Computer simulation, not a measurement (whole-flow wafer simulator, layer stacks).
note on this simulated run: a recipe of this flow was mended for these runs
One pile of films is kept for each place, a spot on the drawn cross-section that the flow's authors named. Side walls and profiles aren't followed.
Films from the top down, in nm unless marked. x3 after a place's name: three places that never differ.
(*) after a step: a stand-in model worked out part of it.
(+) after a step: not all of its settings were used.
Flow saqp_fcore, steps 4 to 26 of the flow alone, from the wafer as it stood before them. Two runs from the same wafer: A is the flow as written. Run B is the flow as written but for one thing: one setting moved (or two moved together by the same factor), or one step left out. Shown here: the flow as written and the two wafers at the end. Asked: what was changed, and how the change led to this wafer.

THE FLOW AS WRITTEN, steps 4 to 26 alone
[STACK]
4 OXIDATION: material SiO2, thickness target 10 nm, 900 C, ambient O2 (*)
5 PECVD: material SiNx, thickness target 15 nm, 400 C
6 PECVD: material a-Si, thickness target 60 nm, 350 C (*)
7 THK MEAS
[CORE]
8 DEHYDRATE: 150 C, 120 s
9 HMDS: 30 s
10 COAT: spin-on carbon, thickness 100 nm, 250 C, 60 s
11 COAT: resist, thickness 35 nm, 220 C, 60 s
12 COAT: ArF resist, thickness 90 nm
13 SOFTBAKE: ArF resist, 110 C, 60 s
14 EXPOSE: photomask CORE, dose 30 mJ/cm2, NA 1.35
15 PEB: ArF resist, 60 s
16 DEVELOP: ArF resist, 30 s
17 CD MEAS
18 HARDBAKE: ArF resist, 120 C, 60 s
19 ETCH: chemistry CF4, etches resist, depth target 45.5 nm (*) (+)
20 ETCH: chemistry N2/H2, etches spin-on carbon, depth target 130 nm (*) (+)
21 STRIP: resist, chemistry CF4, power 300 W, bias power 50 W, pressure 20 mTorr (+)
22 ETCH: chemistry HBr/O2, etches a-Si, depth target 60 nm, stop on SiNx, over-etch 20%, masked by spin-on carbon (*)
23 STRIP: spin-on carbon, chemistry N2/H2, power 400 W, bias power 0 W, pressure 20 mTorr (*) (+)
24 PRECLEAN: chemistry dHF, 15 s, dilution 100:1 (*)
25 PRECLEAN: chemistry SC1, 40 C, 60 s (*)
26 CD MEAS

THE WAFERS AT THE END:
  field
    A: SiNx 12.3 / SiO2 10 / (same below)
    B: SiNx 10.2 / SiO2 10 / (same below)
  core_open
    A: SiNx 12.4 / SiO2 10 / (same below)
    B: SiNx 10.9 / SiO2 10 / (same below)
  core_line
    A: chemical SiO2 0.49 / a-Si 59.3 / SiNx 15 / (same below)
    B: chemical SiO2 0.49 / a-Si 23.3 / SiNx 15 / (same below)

The cause: step 6, PECVD: thickness target 24 nm was run, where the flow has thickness target 60 nm.

How the change led to this, step by step:
  6 PECVD: material a-Si, thickness target 60 nm, 350 C (*)
      field, core_open, core_line: A a-Si +60 (new film) | B a-Si +24 (new film)
  22 ETCH: chemistry HBr/O2, etches a-Si, depth target 60 nm, stop on SiNx, over-etch 20%, masked by spin-on carbon (*)
      field: A a-Si -36.8 (all of it), SiNx -1.41 | B a-Si -0.82 (all of it), SiNx -3.46
      core_open: A a-Si -39.4 (all of it), SiNx -1.3 | B a-Si -3.39 (all of it), SiNx -2.74
      (and at 1 more place)
  23 STRIP: spin-on carbon, chemistry N2/H2, power 400 W, bias power 0 W, pressure 20 mTorr (*) (+)
      core_line: A spin-on carbon -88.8 (all of it) | B spin-on carbon -97.4 (all of it)
